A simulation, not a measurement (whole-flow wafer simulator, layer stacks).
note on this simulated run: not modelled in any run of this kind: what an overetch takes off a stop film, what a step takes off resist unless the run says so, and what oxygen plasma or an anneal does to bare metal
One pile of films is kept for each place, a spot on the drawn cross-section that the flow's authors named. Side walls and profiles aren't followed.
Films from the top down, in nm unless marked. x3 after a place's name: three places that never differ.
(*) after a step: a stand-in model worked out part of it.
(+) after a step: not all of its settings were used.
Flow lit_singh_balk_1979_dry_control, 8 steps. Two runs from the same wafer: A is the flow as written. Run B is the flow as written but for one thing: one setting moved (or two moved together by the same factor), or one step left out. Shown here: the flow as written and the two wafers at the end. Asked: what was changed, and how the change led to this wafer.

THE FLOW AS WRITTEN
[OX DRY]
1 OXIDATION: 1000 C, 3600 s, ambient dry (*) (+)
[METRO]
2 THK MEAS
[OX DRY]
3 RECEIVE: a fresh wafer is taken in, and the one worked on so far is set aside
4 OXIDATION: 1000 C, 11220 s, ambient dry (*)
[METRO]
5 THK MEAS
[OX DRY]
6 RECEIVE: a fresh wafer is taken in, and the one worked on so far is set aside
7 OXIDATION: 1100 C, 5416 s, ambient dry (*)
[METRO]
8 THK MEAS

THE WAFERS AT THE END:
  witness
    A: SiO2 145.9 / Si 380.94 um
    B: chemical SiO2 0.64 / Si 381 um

The cause: step 7, OXIDATION: 1100 C, 5416 s, ambient dry (*), was left out.

How the change led to this, step by step:
  (no step that both runs have acts differently)
